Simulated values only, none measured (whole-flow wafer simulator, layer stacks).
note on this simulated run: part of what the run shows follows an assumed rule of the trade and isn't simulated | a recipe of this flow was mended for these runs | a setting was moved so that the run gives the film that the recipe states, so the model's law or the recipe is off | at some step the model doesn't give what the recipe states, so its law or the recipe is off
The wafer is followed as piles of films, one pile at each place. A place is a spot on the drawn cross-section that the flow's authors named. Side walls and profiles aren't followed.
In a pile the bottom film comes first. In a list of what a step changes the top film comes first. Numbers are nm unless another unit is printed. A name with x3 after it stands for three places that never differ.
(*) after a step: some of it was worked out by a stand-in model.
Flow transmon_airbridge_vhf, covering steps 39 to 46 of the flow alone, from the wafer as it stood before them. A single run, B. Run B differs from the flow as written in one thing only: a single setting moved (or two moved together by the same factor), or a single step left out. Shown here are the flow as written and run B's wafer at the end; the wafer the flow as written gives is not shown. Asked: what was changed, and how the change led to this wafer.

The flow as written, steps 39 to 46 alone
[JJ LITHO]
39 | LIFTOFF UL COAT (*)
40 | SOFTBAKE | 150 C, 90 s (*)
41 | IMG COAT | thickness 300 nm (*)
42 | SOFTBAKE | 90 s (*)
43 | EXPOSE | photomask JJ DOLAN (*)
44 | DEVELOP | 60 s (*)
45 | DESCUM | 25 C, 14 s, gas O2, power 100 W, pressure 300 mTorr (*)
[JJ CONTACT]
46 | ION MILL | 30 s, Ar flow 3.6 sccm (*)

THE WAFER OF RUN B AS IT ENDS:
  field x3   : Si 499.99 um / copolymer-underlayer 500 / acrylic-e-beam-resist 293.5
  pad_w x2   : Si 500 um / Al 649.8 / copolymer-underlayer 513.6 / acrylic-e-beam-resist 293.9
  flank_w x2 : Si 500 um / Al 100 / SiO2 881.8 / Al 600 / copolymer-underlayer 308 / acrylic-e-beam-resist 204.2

What caused this: step 41, IMG COAT: thickness 325 nm was run, while the flow as written has thickness 300 nm.

The path from the change to this, step by step:
  41 | IMG COAT | thickness 300 nm (*)
      field x3, jj_line, ground_far x3: +325 acrylic-e-beam-resist (new film) (as written it would have been: +300 acrylic-e-beam-resist (new film))
      pad_w x2: +325.4 acrylic-e-beam-resist (new film) (as written it would have been: +300.2 acrylic-e-beam-resist (new film))
      (as well as at 8 more places)
  44 | DEVELOP | 60 s (*)
      jj_line: -325 acrylic-e-beam-resist (all of it), -500 copolymer-underlayer (all of it) (as written it would have been: -300 acrylic-e-beam-resist (all of it), -500 copolymer-underlayer (all of it))
